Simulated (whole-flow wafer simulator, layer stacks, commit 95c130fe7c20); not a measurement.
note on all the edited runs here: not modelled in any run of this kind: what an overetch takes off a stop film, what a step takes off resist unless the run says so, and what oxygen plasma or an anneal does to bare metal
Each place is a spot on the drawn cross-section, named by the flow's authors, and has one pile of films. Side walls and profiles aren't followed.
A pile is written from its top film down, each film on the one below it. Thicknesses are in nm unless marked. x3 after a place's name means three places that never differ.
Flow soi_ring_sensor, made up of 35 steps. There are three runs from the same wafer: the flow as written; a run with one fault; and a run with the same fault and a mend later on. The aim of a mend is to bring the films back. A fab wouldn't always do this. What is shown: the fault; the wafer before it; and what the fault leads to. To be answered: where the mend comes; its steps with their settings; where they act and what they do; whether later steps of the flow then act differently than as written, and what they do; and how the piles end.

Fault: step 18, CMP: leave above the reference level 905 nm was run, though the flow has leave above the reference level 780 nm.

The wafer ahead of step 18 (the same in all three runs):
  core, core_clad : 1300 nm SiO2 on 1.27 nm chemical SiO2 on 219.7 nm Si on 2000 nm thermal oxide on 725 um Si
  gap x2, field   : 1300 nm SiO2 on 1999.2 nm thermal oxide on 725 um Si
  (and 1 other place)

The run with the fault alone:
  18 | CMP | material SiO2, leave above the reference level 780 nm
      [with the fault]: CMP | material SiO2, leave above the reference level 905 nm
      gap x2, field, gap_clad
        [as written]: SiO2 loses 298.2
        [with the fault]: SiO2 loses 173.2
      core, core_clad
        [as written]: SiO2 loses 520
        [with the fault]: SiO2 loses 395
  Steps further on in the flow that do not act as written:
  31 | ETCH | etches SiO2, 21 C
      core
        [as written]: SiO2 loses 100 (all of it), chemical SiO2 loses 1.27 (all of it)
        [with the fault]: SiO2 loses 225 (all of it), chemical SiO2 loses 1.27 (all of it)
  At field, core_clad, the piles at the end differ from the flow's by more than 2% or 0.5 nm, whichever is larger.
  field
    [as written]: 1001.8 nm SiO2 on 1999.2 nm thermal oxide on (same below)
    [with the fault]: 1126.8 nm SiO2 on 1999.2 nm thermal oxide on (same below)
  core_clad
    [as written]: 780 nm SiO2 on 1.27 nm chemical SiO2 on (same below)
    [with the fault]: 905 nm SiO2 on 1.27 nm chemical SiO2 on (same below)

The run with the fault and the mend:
  The mend follows step 19.
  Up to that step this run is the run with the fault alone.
  19a | CMP | material SiO2, leave above the reference level 780 nm (the flow's step 18 again)
      core, gap x2, field, core_clad, gap_clad
        SiO2 loses 125
  None of the later steps of the flow acts differently than as written at any place that is followed.
  The piles end the same as the flow's at every place that both follow.
